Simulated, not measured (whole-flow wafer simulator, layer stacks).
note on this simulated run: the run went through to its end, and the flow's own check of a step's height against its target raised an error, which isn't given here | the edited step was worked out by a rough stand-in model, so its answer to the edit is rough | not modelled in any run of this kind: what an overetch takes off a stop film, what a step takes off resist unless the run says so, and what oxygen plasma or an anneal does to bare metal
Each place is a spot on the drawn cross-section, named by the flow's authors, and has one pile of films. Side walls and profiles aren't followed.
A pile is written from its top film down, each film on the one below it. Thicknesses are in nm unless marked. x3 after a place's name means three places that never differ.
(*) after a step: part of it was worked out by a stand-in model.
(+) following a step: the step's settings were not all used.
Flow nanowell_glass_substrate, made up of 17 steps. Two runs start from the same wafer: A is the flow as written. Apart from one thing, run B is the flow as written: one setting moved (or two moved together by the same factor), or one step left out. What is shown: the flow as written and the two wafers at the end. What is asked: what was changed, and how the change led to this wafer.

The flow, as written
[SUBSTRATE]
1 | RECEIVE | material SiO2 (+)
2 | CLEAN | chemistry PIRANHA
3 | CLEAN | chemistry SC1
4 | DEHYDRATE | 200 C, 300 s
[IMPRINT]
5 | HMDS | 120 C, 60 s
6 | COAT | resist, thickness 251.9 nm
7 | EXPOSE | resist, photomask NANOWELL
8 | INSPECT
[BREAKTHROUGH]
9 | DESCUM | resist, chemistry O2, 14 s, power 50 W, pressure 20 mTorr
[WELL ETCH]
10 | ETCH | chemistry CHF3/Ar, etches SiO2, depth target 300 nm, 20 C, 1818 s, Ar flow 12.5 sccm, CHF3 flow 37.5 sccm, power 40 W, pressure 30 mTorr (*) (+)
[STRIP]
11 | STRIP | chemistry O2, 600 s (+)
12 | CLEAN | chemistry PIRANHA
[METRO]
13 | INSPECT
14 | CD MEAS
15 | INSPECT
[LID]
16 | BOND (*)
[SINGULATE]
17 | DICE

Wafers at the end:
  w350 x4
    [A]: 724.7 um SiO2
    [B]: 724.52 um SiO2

The reason: step 10, ETCH: depth target 480 nm was run, while the flow as written has depth target 300 nm; step 10, ETCH: 2909 s was run, where the flow has 1818 s.

The path from the change to this, step by step:
  10 | ETCH | chemistry CHF3/Ar, etches SiO2, depth target 300 nm, 20 C, 1818 s, Ar flow 12.5 sccm, CHF3 flow 37.5 sccm, power 40 W, pressure 30 mTorr (*) (+)
      w350 x4: A -300 SiO2 | B -480 SiO2
      land: A -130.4 resist | B -208.7 resist
  11 | STRIP | chemistry O2, 600 s (+)
      land: A -125.9 resist (all of it) | B -47.6 resist (all of it)
